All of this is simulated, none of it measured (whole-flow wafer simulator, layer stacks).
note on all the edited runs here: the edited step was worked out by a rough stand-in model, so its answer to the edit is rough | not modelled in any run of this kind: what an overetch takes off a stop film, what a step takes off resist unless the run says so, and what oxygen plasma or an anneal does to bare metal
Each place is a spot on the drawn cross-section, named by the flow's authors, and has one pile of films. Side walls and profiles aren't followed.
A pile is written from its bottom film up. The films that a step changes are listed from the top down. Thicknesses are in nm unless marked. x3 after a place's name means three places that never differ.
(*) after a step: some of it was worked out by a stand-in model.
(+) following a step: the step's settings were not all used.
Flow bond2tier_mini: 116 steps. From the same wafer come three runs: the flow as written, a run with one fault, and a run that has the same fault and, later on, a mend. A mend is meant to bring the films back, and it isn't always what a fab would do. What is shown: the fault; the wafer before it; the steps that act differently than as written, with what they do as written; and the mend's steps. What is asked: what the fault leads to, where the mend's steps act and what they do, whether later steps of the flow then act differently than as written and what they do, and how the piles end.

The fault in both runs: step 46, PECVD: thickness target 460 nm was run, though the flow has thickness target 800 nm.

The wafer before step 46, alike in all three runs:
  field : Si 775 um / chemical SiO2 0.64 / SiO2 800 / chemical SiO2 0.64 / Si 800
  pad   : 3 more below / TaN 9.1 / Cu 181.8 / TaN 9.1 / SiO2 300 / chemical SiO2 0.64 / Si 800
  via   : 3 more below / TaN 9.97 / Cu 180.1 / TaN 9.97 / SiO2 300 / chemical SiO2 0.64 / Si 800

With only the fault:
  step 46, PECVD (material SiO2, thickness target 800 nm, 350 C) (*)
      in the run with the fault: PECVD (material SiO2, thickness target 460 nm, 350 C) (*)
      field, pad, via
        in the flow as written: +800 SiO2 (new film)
        in the run with the fault: +460 SiO2 (new film)
  Steps later in the flow that act otherwise than as written:
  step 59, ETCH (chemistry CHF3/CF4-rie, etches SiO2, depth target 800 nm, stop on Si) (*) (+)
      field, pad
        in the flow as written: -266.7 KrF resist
        in the run with the fault: -211.5 KrF resist
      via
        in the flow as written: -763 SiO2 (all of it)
        in the run with the fault: -423 SiO2 (all of it)
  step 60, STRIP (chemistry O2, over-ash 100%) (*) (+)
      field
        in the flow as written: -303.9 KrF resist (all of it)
        in the run with the fault: -359.1 KrF resist (all of it)
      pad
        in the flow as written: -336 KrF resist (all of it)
        in the run with the fault: -391.1 KrF resist (all of it)
  By the end, the piles at field, pad depart from the flow's by more than 2% or 0.5 nm, whichever is larger.
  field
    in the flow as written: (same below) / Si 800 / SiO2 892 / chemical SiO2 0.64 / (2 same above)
    in the run with the fault: (same below) / Si 800 / SiO2 552 / chemical SiO2 0.64 / (2 same above)
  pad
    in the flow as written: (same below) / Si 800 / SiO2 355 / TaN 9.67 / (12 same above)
    in the run with the fault: (same below) / Si 800 / SiO2 15 / TaN 9.67 / (12 same above)

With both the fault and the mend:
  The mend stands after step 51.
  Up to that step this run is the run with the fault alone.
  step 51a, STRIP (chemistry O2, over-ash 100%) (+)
      field
        -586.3 KrF resist (all of it)
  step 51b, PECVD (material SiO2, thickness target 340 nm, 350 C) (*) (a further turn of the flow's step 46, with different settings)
      field, pad, via
        +340 SiO2
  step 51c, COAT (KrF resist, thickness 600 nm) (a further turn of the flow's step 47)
      field, pad, via
        +600 KrF resist (new film)
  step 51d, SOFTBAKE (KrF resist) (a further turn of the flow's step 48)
      leaves every film unchanged at each place that is followed
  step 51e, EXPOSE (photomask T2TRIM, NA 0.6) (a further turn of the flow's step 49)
      leaves every film unchanged at each place that is followed
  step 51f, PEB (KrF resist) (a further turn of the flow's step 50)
      leaves every film unchanged at each place that is followed
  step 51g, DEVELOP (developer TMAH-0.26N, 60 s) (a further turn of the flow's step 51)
      pad, via
        -600 KrF resist (all of it)
      field
        -13.7 KrF resist
  Later steps of the flow that are run all act as written at every place that is followed.
  At every place that both follow, the piles at the end match the flow's.
